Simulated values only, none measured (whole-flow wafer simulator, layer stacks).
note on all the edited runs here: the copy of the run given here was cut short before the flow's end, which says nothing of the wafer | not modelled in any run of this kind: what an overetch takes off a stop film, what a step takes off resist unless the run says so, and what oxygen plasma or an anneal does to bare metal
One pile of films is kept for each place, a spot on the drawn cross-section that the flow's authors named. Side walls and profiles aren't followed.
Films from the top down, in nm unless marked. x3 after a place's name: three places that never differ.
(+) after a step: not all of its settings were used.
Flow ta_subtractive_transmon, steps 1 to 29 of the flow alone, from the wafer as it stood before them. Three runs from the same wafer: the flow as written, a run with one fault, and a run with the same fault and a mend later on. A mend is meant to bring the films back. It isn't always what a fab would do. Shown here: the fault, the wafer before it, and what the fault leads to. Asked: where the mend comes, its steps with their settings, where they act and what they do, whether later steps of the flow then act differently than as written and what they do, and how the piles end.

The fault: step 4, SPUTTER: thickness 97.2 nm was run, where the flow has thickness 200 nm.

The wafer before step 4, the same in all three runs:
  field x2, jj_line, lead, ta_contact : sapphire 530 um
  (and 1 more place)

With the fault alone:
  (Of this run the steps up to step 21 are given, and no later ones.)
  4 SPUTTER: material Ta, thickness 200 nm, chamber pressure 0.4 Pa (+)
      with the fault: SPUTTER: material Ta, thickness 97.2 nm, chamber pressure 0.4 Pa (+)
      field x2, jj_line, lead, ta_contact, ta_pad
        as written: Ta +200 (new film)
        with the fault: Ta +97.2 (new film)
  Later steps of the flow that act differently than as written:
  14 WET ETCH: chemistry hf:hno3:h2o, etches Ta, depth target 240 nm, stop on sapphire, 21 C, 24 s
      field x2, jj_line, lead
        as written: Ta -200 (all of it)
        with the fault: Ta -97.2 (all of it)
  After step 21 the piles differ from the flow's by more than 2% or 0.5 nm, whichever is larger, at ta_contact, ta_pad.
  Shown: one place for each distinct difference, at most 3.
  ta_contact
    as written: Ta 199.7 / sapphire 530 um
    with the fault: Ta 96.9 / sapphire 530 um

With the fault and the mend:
  The mend comes after step 4.
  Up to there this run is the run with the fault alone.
  4a SPUTTER: material Ta, thickness 102.8 nm, chamber pressure 0.4 Pa (+) (the flow's step 4 once more, with other settings)
      field x2, jj_line, lead, ta_contact, ta_pad
        Ta +102.8
  No later step of the flow acts differently than as written at any place that is followed.
  At the end the piles are the same as the flow's at every place that both follow.
